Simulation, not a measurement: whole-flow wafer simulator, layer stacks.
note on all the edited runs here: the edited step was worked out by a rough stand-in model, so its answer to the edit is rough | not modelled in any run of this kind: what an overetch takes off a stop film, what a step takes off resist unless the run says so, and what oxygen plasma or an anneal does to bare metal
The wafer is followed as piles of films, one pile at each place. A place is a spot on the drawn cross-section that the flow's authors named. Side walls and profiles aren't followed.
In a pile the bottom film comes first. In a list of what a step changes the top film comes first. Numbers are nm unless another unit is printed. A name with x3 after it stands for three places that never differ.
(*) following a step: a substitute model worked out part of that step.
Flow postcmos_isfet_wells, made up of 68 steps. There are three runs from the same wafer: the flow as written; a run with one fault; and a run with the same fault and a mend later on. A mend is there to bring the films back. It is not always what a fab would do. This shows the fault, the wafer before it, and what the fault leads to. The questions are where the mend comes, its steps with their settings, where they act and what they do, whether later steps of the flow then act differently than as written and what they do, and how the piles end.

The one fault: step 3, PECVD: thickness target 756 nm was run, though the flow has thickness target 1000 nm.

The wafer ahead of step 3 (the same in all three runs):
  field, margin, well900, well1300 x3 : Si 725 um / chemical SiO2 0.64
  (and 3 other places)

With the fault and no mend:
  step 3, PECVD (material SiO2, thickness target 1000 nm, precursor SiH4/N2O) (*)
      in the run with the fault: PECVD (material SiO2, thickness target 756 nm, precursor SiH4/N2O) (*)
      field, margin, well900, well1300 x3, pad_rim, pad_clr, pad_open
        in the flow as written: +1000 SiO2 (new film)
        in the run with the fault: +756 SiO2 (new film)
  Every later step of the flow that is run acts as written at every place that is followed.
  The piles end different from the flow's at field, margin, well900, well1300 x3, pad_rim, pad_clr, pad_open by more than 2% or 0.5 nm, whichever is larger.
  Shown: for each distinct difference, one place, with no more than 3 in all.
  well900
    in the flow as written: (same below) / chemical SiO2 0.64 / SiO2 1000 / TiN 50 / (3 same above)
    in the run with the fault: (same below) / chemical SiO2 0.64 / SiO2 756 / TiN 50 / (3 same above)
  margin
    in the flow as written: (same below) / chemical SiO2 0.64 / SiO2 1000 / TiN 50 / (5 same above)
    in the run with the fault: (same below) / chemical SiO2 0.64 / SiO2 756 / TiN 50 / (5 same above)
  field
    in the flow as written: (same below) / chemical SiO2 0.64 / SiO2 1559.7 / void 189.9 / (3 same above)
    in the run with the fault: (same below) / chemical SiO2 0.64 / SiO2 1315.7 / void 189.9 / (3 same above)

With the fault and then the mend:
  The mend follows step 3.
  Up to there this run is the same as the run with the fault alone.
  step 3a, ETCH (chemistry boe, depth target 869.4 nm)
      field, margin, well900, well1300 x3, pad_rim, pad_clr, pad_open
        -756 SiO2 (all of it), -0.64 chemical SiO2 (all of it)
  step 3b, PECVD (material SiO2, thickness target 1000 nm, precursor SiH4/N2O) (the flow's step 3 again)
      field, margin, well900, well1300 x3, pad_rim, pad_clr, pad_open
        +1000 SiO2 (new film)
  Every later step of the flow that is run acts as written at every place that is followed.
  The piles end different from the flow's at field, margin, well900, well1300 x3, pad_rim, pad_clr, pad_open by more than 2% or 0.5 nm, whichever is larger.
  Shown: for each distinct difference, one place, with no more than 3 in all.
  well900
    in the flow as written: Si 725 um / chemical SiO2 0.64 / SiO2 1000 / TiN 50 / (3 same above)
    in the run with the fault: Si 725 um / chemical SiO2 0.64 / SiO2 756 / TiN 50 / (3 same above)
    in the run with the mend: Si 725 um / SiO2 1000 / TiN 50 / (3 same above)
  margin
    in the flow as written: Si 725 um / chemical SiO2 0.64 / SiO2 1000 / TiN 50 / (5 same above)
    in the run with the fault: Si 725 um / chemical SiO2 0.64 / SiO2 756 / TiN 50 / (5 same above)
    in the run with the mend: Si 725 um / SiO2 1000 / TiN 50 / (5 same above)
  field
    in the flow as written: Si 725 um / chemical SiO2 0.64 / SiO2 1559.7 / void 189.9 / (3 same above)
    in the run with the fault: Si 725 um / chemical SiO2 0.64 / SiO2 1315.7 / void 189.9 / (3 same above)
    in the run with the mend: Si 725 um / SiO2 1559.7 / void 189.9 / (3 same above)
